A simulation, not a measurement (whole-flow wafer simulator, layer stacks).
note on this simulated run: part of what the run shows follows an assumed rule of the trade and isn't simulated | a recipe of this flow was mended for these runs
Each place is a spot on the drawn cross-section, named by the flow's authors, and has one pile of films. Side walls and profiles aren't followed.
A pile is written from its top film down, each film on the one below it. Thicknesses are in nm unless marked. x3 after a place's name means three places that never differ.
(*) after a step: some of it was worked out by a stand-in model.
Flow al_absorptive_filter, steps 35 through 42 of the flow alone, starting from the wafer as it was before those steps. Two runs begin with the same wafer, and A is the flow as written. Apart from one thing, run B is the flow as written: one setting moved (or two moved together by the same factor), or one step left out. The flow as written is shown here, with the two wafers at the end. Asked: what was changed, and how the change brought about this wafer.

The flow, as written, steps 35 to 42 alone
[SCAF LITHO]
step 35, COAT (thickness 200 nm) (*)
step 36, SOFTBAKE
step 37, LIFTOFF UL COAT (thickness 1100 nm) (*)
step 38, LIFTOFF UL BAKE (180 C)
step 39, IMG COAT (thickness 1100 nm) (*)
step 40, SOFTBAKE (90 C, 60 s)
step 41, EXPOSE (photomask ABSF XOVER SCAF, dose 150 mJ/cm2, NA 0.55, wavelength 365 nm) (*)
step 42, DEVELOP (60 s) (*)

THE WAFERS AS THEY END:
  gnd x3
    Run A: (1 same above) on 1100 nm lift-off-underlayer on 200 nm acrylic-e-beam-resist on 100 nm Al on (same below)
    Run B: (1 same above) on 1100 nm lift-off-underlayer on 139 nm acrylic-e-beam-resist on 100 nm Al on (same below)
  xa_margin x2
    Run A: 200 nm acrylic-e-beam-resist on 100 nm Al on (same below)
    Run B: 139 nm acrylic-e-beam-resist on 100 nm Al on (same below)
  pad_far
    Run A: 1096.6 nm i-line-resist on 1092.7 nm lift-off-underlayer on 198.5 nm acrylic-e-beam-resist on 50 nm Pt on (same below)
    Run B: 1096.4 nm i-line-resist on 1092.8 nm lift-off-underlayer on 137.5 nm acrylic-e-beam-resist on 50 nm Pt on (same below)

What caused this: step 35, COAT: thickness 139 nm was run, whereas the flow has thickness 200 nm.
The wafer itself shows it: gnd x3 has acrylic-e-beam-resist 139, and step 35 as written asks for 200 nm.

The path from the change to this, step by step:
  step 35, COAT (thickness 200 nm) (*)
      gnd x3, xa_margin x2, idc_field: A +200 acrylic-e-beam-resist (new film) | B +139 acrylic-e-beam-resist (new film)
      pad_far: A +198.5 acrylic-e-beam-resist (new film) | B +137.5 acrylic-e-beam-resist (new film)
      (also at 7 further places)
